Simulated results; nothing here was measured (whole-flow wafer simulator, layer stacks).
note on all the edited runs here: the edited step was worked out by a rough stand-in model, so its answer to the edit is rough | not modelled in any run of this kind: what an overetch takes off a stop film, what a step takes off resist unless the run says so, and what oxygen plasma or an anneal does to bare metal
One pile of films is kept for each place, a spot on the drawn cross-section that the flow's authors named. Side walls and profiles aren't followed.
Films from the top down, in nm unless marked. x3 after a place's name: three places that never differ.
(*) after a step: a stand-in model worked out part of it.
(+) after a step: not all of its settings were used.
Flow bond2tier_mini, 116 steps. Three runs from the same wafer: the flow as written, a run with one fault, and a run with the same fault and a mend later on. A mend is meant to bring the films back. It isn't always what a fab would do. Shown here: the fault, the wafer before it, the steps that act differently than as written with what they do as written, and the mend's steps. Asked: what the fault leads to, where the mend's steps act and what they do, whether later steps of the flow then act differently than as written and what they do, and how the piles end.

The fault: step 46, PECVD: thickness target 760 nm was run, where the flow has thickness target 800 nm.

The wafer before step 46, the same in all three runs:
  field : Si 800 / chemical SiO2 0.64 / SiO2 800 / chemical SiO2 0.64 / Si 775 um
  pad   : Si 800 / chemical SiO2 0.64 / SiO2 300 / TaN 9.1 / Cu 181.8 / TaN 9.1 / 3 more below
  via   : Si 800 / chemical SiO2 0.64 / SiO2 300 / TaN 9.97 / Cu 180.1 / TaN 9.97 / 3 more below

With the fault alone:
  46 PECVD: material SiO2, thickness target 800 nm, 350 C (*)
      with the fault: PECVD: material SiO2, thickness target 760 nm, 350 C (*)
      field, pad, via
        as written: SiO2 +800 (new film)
        with the fault: SiO2 +760 (new film)
  Later steps of the flow that act differently than as written:
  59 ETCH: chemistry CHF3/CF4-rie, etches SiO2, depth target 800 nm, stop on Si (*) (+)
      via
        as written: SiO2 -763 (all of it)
        with the fault: SiO2 -723 (all of it)
  At the end the piles differ from the flow's by more than 2% or 0.5 nm, whichever is larger, at field, pad.
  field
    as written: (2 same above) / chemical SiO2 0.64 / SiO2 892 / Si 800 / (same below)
    with the fault: (2 same above) / chemical SiO2 0.64 / SiO2 852 / Si 800 / (same below)
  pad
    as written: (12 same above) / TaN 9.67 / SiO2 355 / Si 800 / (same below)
    with the fault: (12 same above) / TaN 9.67 / SiO2 315 / Si 800 / (same below)

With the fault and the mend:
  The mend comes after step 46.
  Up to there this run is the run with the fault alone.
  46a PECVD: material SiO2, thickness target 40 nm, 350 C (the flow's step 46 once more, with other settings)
      field, pad, via
        SiO2 +40
  No later step of the flow acts differently than as written at any place that is followed.
  At the end the piles are the same as the flow's at every place that both follow.
